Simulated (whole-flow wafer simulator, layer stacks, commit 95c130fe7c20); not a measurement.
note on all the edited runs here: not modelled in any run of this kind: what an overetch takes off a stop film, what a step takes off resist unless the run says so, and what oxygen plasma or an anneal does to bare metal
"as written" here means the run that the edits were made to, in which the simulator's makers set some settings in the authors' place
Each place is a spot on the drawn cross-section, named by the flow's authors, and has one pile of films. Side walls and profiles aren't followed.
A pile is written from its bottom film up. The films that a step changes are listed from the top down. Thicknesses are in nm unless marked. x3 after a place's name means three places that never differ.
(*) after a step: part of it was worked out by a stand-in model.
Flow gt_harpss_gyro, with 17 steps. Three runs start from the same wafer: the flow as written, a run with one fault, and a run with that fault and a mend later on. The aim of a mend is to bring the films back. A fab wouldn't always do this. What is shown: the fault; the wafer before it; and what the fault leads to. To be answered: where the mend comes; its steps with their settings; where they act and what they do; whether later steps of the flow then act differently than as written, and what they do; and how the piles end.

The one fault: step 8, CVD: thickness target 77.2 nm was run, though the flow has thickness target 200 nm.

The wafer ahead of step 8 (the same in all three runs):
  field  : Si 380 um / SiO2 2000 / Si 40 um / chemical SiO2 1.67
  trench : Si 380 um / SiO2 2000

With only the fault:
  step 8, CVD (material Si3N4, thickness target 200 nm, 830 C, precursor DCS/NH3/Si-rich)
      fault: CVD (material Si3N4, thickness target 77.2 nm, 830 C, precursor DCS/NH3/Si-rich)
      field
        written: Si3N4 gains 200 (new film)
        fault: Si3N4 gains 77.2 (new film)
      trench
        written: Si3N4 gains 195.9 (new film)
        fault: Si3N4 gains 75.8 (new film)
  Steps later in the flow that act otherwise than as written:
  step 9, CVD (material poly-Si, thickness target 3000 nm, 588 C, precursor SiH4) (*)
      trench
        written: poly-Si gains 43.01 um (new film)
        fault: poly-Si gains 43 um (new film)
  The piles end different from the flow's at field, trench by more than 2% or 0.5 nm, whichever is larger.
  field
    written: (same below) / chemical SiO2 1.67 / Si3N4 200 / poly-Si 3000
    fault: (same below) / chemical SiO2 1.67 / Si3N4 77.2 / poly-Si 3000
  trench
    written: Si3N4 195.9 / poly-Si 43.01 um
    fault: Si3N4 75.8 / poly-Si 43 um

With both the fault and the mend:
  The mend stands after step 8.
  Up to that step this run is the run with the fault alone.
  step 8a, ETCH (chemistry h3po4, depth target 88.87 nm)
      field
        Si3N4 loses 77.2 (all of it)
      trench
        Si3N4 loses 75.8 (all of it)
  step 8b, CLEAN (chemistry SPM) (the flow's step 1, run once more)
      does not change any film at any place that is followed
  step 8c, CVD (material Si3N4, thickness target 200 nm, 830 C, precursor DCS/NH3/Si-rich) (the flow's step 8, run once more)
      field
        Si3N4 gains 200 (new film)
      trench
        Si3N4 gains 195.9 (new film)
  None of the later steps of the flow acts differently than as written at any place that is followed.
  At every place that both follow, the piles at the end match the flow's.
